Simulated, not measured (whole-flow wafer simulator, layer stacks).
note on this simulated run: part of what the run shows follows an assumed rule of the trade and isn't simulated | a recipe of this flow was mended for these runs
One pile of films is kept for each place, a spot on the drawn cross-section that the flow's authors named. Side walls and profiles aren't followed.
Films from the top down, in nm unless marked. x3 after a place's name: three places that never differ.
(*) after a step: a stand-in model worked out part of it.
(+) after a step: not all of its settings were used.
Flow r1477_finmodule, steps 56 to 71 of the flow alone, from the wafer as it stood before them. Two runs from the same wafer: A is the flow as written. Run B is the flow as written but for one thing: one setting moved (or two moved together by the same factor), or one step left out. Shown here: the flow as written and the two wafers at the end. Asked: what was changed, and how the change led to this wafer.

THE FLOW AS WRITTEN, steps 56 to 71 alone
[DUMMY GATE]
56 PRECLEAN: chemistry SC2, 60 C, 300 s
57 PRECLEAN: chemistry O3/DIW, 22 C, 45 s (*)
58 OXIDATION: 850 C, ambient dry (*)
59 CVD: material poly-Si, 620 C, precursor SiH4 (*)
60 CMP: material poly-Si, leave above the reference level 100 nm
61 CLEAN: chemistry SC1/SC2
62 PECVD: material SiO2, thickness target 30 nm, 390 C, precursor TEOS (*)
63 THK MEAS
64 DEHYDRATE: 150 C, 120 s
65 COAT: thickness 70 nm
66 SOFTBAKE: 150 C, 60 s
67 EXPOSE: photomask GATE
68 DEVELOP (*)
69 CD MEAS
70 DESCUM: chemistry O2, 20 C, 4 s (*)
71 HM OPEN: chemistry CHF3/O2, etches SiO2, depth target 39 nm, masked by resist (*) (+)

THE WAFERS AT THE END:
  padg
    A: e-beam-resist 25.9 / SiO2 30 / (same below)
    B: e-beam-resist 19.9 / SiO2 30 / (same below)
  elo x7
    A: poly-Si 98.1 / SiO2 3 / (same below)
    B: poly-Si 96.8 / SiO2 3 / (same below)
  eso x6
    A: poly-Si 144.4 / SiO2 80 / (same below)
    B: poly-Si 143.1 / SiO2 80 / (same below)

The cause: step 71, HM OPEN: depth target 45.3 nm was run, where the flow has depth target 39 nm.

How the change led to this, step by step:
  71 HM OPEN: chemistry CHF3/O2, etches SiO2, depth target 39 nm, masked by resist (*) (+)
      pad, elo x7, eso x6, e200so, s40co x3: A SiO2 -30 (all of it), chemical SiO2 -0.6 (all of it), poly-Si -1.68 | B SiO2 -30 (all of it), chemical SiO2 -0.6 (all of it), poly-Si -2.94
      padg, elg x7, esg x6, e200sg, s40cg x3: A e-beam-resist -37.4 | B e-beam-resist -43.4
